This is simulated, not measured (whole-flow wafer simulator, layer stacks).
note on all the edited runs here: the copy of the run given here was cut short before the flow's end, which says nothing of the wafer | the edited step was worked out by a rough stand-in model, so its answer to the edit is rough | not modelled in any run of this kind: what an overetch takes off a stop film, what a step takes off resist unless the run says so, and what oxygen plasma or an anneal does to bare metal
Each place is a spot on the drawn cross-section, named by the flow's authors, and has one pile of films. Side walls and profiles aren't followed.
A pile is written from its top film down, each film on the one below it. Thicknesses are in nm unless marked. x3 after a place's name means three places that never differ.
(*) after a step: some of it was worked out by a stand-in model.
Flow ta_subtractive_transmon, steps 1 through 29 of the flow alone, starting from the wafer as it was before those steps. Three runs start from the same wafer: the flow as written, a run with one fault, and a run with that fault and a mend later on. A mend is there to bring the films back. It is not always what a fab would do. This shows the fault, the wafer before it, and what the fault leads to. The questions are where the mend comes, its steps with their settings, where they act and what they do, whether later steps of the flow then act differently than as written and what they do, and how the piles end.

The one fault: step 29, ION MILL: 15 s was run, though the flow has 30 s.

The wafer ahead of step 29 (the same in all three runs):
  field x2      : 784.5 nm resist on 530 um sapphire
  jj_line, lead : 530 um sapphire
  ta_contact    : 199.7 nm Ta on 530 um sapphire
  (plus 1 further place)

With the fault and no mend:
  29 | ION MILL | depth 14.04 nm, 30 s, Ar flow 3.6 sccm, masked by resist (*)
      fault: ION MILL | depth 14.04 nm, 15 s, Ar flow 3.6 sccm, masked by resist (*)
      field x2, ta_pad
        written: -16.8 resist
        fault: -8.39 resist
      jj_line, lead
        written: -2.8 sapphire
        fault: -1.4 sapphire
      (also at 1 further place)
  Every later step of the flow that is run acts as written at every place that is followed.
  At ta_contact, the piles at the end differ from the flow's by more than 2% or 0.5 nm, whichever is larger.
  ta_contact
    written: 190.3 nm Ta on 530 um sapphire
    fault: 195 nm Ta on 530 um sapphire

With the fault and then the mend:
  The mend stands after step 29.
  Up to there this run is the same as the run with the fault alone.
  29a | ION MILL | depth 14.04 nm, 15 s, Ar flow 3.6 sccm, masked by resist (*) (a further turn of the flow's step 29, with different settings)
      field x2, ta_pad
        -8.39 resist
      jj_line, lead
        -1.4 sapphire
      ta_contact
        -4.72 Ta
  Every later step of the flow that is run acts as written at every place that is followed.
  By the end, the piles equal the flow's at every place that both follow.
